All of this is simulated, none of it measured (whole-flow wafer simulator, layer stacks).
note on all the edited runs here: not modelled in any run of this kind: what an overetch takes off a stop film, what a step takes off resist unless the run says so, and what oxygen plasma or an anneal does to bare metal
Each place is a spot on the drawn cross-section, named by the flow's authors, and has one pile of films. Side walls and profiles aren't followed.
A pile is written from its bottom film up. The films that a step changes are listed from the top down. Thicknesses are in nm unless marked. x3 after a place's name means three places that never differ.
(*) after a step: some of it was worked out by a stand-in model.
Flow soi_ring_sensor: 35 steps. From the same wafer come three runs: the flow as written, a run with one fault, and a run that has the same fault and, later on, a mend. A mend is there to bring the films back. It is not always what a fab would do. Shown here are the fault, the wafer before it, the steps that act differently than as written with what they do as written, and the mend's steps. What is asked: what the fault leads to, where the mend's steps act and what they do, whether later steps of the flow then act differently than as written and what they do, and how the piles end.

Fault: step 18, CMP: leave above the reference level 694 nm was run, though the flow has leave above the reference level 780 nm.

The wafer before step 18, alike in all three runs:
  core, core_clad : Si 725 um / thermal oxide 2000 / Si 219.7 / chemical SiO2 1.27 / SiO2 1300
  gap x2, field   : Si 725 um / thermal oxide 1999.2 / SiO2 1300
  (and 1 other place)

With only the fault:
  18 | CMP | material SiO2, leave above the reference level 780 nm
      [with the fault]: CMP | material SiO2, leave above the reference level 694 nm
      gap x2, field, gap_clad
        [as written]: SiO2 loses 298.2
        [with the fault]: SiO2 loses 384.2
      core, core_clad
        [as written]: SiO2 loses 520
        [with the fault]: SiO2 loses 606
  Steps further on in the flow that do not act as written:
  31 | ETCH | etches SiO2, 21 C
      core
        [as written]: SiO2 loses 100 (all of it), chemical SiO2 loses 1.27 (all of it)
        [with the fault]: SiO2 loses 14 (all of it), chemical SiO2 loses 1.27 (all of it)
  The piles end different from the flow's at field, core_clad by more than 2% or 0.5 nm, whichever is larger.
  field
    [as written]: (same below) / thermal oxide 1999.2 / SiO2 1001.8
    [with the fault]: (same below) / thermal oxide 1999.2 / SiO2 915.8
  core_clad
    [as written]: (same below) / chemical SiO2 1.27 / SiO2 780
    [with the fault]: (same below) / chemical SiO2 1.27 / SiO2 694

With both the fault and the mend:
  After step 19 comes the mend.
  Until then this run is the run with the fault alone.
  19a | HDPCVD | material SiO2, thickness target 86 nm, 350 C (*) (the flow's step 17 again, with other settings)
      core, gap x2, field, core_clad, gap_clad
        SiO2 gains 86
  Every later step of the flow that is run acts as written at every place that is followed.
  By the end, the piles equal the flow's at every place that both follow.
